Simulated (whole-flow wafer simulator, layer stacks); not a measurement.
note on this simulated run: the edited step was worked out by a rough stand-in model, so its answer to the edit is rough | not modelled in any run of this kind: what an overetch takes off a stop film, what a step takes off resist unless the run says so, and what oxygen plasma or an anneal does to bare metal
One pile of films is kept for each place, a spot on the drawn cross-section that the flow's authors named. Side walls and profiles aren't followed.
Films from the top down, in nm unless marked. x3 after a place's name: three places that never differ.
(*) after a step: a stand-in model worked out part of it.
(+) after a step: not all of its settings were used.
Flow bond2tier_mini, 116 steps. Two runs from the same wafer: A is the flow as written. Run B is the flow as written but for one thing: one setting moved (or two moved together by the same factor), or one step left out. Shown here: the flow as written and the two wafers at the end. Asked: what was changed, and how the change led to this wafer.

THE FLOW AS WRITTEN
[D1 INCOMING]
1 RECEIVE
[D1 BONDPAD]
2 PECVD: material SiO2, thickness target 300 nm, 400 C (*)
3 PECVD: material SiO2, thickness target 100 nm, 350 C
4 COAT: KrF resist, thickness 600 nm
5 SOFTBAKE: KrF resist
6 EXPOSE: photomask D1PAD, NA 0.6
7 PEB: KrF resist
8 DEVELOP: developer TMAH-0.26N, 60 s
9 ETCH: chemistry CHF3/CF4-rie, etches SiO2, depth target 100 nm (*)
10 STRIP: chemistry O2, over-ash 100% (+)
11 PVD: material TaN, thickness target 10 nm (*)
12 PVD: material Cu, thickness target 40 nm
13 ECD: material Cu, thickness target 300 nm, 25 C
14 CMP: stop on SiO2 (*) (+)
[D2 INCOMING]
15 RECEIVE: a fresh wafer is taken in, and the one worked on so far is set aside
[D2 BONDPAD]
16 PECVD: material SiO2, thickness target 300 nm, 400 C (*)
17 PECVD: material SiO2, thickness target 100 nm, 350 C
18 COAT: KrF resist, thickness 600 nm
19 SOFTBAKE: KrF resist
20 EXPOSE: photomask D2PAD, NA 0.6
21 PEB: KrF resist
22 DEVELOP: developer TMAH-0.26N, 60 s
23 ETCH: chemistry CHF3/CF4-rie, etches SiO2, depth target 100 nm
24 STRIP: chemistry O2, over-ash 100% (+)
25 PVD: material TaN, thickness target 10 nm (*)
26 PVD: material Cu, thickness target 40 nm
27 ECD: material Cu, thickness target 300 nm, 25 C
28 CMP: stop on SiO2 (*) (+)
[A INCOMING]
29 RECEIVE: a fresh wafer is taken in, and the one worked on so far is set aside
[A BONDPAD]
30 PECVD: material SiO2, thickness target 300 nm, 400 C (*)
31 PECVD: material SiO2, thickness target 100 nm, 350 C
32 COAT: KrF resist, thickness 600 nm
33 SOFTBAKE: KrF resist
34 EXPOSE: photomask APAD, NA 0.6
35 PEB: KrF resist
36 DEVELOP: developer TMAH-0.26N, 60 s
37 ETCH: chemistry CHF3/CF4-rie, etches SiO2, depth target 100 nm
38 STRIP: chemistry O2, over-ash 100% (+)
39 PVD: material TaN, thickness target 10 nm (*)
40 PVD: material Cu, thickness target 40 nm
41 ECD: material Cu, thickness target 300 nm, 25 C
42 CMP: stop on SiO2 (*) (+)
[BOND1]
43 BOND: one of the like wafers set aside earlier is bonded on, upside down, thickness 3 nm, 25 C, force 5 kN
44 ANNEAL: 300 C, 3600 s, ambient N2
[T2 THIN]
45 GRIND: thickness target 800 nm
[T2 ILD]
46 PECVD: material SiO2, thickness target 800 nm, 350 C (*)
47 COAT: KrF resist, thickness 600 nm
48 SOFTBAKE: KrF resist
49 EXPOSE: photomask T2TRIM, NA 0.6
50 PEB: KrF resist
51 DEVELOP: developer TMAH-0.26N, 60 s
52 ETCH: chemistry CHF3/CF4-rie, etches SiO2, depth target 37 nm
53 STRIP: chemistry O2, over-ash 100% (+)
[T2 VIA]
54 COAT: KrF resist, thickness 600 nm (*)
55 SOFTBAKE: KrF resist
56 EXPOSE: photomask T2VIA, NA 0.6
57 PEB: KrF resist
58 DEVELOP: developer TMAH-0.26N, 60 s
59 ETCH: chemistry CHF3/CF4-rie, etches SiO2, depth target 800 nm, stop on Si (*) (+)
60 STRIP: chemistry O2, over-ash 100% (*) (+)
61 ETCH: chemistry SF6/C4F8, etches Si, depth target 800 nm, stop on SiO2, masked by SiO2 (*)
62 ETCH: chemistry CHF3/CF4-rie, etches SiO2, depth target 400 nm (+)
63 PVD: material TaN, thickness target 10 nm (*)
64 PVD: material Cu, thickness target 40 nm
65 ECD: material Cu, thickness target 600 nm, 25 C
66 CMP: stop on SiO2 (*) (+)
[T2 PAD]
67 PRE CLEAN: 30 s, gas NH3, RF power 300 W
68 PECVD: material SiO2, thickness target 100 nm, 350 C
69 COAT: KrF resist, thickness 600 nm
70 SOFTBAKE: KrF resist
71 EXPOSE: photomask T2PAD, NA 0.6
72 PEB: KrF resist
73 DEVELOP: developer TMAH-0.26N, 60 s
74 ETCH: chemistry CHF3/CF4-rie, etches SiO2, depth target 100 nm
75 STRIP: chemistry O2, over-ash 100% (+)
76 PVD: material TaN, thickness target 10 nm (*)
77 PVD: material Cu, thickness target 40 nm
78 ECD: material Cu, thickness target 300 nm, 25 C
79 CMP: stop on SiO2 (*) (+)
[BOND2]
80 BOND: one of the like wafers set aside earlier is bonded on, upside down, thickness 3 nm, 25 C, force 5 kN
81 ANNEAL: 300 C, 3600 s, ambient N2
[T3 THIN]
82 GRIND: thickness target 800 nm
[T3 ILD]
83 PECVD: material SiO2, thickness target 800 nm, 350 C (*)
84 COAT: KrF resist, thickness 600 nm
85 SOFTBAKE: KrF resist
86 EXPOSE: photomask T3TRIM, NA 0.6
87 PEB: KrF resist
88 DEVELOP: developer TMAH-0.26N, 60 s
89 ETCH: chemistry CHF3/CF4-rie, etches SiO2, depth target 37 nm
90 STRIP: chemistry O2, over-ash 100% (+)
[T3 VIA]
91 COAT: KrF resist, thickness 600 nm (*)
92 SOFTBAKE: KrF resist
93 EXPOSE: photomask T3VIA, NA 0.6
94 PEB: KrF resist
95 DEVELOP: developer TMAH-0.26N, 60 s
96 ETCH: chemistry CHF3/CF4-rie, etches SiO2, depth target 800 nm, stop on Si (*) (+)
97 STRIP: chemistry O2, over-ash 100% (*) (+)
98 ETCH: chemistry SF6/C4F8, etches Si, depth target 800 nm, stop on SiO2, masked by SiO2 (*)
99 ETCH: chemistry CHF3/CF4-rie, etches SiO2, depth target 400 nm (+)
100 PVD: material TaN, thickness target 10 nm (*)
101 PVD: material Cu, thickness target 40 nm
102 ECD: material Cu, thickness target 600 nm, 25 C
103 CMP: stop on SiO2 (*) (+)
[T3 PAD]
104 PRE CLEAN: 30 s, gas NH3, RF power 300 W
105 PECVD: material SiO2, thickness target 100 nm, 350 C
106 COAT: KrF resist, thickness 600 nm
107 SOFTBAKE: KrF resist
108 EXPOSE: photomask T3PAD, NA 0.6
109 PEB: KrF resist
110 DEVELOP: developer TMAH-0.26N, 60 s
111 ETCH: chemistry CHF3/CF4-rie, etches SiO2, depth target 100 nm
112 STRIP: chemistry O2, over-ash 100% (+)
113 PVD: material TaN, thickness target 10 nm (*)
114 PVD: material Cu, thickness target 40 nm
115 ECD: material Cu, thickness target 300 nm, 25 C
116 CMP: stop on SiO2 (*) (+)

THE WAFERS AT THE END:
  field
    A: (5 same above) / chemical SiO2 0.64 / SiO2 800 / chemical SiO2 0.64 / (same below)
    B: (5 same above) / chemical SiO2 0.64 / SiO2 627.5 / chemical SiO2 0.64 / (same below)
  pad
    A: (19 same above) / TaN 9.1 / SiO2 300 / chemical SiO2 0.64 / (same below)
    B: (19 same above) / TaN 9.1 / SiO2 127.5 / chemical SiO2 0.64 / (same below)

The cause: step 30, PECVD: thickness target 127.5 nm was run, where the flow has thickness target 300 nm.
It can be read off the wafer: pad has SiO2 127.5, and step 30 as written asks for 300 nm.

How the change led to this, step by step:
  30 PECVD: material SiO2, thickness target 300 nm, 400 C (*)
      field, pad, via: A SiO2 +300 (new film) | B SiO2 +127.5 (new film)
